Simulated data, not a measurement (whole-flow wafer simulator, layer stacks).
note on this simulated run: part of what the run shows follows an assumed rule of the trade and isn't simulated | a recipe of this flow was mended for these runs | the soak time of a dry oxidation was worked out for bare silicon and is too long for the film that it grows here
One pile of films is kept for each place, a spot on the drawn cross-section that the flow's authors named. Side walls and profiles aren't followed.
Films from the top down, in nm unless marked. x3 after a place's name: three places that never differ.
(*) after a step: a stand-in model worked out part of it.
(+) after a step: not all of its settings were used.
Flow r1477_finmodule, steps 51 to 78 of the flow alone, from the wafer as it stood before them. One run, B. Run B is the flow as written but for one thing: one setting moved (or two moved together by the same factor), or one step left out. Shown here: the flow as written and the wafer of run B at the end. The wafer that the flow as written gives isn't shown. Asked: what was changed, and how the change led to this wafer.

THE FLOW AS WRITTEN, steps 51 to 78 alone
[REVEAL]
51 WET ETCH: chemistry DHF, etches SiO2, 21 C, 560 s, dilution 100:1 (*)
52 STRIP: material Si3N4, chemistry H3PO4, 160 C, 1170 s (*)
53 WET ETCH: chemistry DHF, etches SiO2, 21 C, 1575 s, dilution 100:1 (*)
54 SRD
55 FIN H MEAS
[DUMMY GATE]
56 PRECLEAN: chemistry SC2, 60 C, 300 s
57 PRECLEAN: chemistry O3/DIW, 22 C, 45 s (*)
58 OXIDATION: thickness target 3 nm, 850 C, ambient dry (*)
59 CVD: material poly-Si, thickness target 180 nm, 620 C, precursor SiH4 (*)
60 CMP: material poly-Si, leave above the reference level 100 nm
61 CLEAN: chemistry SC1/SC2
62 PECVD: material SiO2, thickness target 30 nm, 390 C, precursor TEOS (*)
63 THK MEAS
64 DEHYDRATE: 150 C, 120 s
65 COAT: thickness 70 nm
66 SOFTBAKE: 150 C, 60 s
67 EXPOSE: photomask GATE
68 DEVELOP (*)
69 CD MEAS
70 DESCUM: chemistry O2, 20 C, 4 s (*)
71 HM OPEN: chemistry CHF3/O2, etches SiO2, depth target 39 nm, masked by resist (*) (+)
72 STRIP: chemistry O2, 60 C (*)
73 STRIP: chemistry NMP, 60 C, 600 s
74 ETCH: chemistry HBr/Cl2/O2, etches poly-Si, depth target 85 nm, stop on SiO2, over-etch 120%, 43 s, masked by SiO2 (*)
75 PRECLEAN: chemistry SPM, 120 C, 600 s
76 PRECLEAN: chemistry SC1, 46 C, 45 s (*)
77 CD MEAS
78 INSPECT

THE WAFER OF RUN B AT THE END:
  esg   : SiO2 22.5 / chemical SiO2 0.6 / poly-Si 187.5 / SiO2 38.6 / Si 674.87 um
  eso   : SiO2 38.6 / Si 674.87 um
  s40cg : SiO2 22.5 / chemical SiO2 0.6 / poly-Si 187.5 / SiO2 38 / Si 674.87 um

The cause: step 53, WET ETCH: 2402 s was run, where the flow has 1575 s.

How the change led to this, step by step:
  53 WET ETCH: chemistry DHF, etches SiO2, 21 C, 1575 s, dilution 100:1 (*)
      esg, e40sg, e100sg and 17 more: SiO2 -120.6 (as written it would be: SiO2 -79.1)
      pad, padg: SiO2 -128.4 (as written it would be: SiO2 -85.7)
  59 CVD: material poly-Si, thickness target 180 nm, 620 C, precursor SiH4 (*)
      esg, e40sg, e100sg and 15 more: poly-Si +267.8 (new film) (as written it would be: poly-Si +226.3 (new film))
      e200sg, e200so: poly-Si +267.8 (new film) (as written it would be: poly-Si +219.2 (new film))
  60 CMP: material poly-Si, leave above the reference level 100 nm
      pad, padg: nothing (as written it would be: poly-Si -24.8)
      e200sg, e200so: poly-Si -80 (as written it would be: poly-Si -72.9)
  74 ETCH: chemistry HBr/Cl2/O2, etches poly-Si, depth target 85 nm, stop on SiO2, over-etch 120%, 43 s, masked by SiO2 (*)
      eso, e40so, e100so and 7 more: chemical SiO2 -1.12 (all of it), poly-Si -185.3 (all of it) (as written it would be: chemical SiO2 -1.12 (all of it), poly-Si -143.9 (all of it), SiO2 -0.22)
      pad: chemical SiO2 -1.12 (all of it), poly-Si -177.6 (all of it) (as written it would be: chemical SiO2 -1.12 (all of it), poly-Si -152.8 (all of it), SiO2 -0.17)
